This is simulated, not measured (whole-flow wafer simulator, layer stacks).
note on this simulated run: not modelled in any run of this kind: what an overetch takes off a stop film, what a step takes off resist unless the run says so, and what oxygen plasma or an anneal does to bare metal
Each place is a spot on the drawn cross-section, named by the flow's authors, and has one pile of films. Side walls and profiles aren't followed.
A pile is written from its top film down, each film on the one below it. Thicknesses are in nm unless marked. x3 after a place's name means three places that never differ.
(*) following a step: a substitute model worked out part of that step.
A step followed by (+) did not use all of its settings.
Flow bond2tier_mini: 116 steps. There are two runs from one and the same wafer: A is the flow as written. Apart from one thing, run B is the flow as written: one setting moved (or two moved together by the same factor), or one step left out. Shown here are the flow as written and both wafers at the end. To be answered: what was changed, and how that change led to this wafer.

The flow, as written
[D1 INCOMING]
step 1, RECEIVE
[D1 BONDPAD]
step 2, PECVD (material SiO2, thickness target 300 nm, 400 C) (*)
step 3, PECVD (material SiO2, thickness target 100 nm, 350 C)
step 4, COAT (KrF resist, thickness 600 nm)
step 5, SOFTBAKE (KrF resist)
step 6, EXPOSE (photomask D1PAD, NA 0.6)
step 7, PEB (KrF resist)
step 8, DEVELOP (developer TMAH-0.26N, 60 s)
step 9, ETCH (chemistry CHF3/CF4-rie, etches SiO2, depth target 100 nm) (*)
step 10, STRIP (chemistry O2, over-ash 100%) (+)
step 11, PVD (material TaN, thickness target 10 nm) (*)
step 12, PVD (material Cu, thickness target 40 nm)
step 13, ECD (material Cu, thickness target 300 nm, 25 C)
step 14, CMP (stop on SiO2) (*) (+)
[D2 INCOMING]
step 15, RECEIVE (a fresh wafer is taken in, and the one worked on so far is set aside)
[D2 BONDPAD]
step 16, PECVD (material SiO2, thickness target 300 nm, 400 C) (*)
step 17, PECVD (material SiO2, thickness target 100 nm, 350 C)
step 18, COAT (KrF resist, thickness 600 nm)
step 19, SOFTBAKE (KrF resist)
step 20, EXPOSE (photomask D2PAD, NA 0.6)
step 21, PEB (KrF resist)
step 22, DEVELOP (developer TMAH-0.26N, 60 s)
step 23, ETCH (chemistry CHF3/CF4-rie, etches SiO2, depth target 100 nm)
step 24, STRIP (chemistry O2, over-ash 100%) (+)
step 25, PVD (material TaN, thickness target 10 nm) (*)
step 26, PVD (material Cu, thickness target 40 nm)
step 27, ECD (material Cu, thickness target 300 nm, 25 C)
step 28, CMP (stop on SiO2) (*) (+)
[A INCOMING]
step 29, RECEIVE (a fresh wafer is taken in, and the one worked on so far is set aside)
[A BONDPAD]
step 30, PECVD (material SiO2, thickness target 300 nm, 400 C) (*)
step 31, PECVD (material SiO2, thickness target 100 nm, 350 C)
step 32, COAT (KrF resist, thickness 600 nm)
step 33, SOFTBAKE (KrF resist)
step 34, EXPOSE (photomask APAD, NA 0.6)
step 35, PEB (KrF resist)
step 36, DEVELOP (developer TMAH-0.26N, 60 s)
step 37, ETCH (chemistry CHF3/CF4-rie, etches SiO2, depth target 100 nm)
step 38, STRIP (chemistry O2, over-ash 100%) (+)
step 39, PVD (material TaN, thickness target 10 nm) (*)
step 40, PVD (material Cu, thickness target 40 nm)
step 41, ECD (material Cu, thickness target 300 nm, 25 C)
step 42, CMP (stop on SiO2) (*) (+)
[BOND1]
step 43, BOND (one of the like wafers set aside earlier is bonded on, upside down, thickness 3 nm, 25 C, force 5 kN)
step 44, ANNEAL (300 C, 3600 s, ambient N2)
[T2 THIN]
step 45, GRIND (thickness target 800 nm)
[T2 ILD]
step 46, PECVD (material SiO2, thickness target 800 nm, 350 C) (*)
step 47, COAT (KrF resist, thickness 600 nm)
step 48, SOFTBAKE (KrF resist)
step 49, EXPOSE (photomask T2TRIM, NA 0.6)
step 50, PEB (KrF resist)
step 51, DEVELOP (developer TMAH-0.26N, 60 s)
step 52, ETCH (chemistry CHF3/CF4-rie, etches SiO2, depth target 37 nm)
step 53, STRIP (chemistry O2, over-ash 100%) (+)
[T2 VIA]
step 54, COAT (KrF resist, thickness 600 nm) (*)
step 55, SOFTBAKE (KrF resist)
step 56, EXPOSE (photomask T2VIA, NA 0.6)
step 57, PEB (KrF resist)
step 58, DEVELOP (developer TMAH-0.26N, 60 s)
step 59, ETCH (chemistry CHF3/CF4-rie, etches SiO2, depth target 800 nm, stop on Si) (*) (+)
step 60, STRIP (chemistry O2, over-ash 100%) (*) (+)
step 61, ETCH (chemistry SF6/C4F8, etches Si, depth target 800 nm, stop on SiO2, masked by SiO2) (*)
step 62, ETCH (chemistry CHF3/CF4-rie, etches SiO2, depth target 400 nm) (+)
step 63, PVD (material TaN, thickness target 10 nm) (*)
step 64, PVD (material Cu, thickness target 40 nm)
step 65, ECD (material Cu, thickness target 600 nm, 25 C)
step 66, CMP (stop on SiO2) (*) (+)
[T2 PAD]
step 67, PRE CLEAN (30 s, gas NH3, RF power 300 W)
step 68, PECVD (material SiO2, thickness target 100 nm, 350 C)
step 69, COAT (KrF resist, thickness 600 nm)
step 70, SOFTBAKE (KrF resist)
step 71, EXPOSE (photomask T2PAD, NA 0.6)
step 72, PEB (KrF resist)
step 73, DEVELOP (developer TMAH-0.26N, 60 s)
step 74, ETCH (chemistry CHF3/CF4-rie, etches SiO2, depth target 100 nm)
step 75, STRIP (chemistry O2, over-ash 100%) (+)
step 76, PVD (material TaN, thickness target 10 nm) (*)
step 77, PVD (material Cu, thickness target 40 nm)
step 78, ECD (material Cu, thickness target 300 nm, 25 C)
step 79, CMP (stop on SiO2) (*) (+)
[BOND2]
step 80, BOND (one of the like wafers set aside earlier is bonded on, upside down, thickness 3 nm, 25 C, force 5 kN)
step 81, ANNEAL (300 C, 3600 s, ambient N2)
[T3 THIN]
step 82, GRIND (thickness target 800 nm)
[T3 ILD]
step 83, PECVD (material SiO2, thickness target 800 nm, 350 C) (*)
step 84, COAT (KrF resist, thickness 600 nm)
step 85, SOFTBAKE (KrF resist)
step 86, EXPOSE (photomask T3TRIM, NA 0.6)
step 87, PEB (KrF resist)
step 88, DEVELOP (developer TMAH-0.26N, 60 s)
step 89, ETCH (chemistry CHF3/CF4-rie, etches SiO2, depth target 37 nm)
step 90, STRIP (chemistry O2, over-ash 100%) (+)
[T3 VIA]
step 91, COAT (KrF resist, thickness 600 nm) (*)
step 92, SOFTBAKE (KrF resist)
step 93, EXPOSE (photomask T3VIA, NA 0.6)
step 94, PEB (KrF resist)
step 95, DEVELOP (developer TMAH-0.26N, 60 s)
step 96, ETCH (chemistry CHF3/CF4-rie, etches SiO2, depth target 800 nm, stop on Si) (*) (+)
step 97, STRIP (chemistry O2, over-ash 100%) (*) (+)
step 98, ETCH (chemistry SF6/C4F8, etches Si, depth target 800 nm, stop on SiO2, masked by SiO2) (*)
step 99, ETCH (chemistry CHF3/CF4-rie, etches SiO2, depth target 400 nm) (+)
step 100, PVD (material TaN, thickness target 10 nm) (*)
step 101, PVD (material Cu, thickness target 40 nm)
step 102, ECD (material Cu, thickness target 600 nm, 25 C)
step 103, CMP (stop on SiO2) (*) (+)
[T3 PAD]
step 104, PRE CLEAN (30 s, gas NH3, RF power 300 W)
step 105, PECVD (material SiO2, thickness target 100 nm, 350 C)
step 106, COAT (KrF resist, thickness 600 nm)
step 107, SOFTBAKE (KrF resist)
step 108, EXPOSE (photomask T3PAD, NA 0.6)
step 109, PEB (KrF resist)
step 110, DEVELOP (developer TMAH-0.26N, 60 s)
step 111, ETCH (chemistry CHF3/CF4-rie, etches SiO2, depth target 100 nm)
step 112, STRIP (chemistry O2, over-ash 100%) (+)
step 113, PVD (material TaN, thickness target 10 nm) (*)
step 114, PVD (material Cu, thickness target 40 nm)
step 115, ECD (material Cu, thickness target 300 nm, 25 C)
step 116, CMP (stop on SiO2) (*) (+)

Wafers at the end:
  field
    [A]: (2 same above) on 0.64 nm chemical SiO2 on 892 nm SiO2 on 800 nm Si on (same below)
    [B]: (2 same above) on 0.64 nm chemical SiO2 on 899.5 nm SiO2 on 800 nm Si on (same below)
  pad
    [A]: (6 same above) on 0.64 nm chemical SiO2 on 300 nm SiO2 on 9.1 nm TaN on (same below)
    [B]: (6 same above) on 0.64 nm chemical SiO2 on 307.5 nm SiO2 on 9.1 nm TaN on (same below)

What caused this: step 17, PECVD: thickness target 107.5 nm was run, whereas the flow has thickness target 100 nm.

The path from the change to this, step by step:
  step 17, PECVD (material SiO2, thickness target 100 nm, 350 C)
      field, pad, via: A +100 SiO2 | B +107.5 SiO2
  step 80, BOND (one of the like wafers set aside earlier is bonded on, upside down, thickness 3 nm, 25 C, force 5 kN)
      pad: A +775 um Si (new film), +0.64 chemical SiO2 (new film), +300 SiO2 (new film), +9.1 TaN (new film), +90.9 Cu | B +775 um Si (new film), +0.64 chemical SiO2 (new film), +307.5 SiO2 (new film), +9.1 TaN (new film), +90.9 Cu
